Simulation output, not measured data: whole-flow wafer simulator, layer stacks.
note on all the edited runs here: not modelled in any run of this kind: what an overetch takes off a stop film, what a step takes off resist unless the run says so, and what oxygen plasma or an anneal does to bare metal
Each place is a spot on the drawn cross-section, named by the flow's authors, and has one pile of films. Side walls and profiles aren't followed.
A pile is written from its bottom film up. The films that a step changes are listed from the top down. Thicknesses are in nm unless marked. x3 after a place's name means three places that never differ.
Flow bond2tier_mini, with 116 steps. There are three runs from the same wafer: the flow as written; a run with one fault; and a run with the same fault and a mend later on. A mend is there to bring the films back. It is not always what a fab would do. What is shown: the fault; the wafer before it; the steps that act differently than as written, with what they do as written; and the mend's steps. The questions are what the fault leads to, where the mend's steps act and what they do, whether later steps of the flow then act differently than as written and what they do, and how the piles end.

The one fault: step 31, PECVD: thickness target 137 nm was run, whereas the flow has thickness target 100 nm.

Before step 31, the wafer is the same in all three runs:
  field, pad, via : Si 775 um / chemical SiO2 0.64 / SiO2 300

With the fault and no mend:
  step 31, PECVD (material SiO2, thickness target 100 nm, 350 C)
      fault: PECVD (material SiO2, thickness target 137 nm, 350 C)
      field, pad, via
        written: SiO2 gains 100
        fault: SiO2 gains 137
  Later steps of the flow that are run all act as written at every place that is followed.
  The piles end different from the flow's at field, pad by more than 2% or 0.5 nm, whichever is larger.
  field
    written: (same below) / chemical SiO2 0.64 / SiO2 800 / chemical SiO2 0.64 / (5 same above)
    fault: (same below) / chemical SiO2 0.64 / SiO2 837 / chemical SiO2 0.64 / (5 same above)
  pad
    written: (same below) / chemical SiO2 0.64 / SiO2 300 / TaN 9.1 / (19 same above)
    fault: (same below) / chemical SiO2 0.64 / SiO2 337 / TaN 9.1 / (19 same above)

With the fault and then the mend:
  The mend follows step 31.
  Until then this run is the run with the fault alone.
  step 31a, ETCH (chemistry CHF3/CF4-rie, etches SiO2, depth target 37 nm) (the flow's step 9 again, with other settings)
      field, pad, via
        SiO2 loses 37
  Later steps of the flow that are run all act as written at every place that is followed.
  By the end, the piles equal the flow's at every place that both follow.
